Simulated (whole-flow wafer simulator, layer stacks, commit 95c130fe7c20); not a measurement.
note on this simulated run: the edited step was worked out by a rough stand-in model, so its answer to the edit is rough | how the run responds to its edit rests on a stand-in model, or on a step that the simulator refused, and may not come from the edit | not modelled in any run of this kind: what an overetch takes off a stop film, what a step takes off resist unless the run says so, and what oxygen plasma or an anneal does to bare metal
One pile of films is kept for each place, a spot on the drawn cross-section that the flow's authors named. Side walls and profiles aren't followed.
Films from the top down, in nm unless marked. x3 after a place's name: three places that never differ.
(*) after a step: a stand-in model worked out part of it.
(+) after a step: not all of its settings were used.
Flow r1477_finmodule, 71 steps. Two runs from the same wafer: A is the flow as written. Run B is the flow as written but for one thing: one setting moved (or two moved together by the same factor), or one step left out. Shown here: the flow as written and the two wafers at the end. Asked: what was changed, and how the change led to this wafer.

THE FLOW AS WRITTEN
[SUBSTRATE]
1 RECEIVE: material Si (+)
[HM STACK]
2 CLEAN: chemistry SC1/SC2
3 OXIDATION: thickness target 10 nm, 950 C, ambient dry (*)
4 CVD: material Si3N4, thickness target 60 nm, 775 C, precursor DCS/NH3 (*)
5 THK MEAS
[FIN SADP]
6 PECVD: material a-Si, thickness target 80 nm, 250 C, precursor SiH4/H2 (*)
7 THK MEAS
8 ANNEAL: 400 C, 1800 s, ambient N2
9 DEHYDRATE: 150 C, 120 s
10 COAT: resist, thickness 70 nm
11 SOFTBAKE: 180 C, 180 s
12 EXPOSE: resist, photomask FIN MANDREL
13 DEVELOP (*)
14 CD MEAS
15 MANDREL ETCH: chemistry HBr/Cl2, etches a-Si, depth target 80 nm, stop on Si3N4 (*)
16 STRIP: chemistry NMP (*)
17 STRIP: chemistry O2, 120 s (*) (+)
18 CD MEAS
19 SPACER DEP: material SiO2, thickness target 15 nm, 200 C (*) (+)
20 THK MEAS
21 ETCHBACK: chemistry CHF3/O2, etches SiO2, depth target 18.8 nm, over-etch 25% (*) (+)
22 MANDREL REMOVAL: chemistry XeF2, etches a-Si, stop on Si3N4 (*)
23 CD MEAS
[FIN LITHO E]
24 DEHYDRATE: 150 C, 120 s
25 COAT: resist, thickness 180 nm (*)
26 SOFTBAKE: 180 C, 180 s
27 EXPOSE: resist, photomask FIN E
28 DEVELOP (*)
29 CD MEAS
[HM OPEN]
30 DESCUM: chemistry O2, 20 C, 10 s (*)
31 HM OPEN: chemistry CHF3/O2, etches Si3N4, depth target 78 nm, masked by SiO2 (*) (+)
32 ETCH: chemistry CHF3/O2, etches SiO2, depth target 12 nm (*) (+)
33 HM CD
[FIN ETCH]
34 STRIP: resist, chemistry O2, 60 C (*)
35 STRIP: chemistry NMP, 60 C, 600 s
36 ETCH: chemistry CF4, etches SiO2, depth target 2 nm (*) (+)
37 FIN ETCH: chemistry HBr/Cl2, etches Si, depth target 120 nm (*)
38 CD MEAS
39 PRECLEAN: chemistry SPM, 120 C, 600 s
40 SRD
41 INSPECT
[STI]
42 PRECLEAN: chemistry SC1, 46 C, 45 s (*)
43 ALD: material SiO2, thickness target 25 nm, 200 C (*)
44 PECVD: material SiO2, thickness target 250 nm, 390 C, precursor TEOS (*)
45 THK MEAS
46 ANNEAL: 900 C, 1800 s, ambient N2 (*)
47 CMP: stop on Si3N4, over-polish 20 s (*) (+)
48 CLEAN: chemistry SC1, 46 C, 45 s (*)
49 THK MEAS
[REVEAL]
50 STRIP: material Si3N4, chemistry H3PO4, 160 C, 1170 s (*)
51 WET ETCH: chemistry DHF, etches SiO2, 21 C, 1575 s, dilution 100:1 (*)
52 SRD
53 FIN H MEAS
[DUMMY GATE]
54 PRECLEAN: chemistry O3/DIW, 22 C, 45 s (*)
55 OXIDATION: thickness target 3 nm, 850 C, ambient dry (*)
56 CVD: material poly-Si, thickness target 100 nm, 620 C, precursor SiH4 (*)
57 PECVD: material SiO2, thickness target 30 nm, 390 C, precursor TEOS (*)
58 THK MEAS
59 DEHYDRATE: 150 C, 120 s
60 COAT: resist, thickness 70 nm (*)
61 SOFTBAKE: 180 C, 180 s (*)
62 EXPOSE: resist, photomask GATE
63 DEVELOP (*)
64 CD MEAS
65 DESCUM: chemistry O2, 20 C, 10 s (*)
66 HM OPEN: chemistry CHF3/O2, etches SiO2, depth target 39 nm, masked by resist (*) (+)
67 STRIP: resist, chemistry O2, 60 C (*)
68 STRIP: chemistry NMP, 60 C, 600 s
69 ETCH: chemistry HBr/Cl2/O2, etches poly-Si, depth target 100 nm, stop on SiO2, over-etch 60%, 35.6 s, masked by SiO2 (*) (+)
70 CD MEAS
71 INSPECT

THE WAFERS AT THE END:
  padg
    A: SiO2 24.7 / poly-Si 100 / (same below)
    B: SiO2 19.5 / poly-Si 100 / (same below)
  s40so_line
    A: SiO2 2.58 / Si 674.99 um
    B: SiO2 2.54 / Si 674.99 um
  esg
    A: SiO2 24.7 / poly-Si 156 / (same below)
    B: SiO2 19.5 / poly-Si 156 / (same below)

The cause: step 57, PECVD: thickness target 24.8 nm was run, where the flow has thickness target 30 nm.

How the change led to this, step by step:
  57 PECVD: material SiO2, thickness target 30 nm, 390 C, precursor TEOS (*)
      pad, padg, elg and 33 more: A SiO2 +30 (new film) | B SiO2 +24.8 (new film)
  66 HM OPEN: chemistry CHF3/O2, etches SiO2, depth target 39 nm, masked by resist (*) (+)
      pad, elo, eso and 15 more: A SiO2 -30 (all of it), poly-Si -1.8 | B SiO2 -24.8 (all of it), poly-Si -2.48
      padg, elg, esg and 6 more: A resist -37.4 | B resist -35.7
      (and at 9 more places)
  67 STRIP: resist, chemistry O2, 60 C (*)
      padg, elg, esg: A resist -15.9 (all of it) | B resist -17.6 (all of it)
      e40lg, e100lg, e200lg: A resist -12.8 (all of it) | B resist -14.5 (all of it)
      (and at 12 more places)
